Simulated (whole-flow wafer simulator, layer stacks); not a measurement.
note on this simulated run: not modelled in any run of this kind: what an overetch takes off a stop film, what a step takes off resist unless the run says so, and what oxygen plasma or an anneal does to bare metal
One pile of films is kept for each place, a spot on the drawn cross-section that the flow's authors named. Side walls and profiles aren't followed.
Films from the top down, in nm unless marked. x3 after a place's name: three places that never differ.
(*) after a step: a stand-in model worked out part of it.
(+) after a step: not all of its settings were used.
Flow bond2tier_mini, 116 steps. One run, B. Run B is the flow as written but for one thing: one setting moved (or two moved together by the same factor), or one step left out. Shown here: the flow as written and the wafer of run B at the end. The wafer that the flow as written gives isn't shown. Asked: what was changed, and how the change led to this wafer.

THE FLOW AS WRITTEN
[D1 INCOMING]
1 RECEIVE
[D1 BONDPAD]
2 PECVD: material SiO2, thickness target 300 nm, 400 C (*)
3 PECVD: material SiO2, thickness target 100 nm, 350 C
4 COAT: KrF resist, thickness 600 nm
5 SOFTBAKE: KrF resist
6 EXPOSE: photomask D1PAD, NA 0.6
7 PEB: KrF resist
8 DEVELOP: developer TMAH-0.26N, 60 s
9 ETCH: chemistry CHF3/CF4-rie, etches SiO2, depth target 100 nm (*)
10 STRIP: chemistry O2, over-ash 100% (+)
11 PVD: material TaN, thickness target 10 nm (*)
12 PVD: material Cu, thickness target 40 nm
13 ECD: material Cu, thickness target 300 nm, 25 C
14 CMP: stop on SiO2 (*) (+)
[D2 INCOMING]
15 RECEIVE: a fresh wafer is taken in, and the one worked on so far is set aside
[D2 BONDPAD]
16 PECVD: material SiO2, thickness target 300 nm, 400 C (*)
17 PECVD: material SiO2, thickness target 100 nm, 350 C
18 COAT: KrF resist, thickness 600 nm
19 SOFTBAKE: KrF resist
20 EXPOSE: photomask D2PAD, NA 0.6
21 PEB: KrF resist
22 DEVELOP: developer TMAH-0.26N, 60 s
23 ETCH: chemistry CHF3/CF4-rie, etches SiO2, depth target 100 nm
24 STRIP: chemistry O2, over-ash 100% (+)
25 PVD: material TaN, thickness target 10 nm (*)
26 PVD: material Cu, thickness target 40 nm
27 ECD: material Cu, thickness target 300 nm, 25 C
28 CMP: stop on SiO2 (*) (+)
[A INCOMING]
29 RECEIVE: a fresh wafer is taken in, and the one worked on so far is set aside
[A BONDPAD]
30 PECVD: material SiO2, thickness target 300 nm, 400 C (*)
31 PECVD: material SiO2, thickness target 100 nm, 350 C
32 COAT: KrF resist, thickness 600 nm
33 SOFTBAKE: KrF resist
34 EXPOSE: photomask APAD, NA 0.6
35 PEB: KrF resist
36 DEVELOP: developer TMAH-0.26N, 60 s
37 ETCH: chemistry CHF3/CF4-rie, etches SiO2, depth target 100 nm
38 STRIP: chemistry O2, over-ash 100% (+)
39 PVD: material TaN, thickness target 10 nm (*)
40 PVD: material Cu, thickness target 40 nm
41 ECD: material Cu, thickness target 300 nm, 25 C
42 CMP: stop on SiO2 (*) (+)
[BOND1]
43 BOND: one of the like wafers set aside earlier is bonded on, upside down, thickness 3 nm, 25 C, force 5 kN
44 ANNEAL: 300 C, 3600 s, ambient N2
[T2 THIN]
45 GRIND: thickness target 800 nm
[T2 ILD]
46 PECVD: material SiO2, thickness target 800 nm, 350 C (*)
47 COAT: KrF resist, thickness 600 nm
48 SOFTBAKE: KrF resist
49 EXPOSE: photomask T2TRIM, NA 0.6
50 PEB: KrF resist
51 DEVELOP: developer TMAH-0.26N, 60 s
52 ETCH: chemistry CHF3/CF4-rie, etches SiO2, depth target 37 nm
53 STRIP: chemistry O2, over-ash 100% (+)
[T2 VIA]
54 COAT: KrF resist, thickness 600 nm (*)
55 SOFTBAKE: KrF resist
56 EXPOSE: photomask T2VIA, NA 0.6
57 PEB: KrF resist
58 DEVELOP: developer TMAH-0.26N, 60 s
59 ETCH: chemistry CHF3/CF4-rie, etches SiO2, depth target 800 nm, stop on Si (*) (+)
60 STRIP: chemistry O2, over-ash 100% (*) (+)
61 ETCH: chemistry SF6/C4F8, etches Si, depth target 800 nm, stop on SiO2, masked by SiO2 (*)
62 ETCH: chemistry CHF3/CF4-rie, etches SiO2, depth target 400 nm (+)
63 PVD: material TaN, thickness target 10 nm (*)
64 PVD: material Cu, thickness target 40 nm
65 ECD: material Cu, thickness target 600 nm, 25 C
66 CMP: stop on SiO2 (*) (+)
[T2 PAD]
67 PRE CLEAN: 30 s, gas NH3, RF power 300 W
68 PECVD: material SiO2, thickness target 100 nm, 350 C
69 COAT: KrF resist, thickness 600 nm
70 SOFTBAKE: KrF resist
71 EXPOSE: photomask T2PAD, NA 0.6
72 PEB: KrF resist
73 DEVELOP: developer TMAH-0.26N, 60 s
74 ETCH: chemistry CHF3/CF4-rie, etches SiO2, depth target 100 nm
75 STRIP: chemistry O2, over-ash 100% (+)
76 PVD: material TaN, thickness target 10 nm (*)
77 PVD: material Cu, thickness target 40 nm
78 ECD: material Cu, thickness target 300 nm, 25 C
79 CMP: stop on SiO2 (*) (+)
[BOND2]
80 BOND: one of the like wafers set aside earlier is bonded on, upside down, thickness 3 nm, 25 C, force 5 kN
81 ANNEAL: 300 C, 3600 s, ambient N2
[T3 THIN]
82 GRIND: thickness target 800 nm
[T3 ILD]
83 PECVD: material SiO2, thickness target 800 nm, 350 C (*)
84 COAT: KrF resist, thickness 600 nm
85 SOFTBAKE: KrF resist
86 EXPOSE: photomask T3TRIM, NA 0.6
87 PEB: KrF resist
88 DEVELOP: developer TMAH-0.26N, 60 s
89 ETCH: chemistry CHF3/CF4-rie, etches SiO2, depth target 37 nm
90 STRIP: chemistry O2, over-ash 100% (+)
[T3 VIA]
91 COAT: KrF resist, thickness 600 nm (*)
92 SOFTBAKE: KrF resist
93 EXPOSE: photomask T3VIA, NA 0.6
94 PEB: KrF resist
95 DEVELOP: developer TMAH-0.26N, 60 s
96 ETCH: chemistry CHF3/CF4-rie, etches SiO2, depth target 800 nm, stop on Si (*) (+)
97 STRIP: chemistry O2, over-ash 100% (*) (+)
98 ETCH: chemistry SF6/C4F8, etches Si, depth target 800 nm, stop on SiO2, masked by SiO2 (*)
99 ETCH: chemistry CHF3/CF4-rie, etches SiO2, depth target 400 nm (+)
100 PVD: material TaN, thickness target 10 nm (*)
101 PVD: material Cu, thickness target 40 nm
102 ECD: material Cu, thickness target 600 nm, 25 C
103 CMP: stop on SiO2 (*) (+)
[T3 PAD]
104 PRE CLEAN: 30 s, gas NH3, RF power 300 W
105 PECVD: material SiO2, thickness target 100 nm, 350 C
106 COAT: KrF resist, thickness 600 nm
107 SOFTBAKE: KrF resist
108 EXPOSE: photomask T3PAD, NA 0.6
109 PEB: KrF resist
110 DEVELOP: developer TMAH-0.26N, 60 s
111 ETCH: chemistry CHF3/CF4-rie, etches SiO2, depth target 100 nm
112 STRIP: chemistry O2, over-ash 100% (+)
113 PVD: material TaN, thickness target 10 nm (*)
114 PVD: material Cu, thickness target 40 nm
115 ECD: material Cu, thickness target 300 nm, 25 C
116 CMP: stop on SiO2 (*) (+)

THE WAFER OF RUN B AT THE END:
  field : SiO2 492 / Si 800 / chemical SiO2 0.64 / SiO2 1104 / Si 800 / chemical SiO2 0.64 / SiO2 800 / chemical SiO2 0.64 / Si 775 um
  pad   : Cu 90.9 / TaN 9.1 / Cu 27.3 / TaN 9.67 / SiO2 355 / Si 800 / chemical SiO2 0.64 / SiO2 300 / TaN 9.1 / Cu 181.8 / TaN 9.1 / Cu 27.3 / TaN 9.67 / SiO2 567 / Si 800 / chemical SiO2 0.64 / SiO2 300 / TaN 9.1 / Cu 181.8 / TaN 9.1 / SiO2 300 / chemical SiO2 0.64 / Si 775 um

The cause: step 62, ETCH: depth target 188 nm was run, where the flow has depth target 400 nm.

How the change led to this, step by step:
  62 ETCH: chemistry CHF3/CF4-rie, etches SiO2, depth target 400 nm (+)
      field, pad: SiO2 -188 (as written it would be: SiO2 -400)
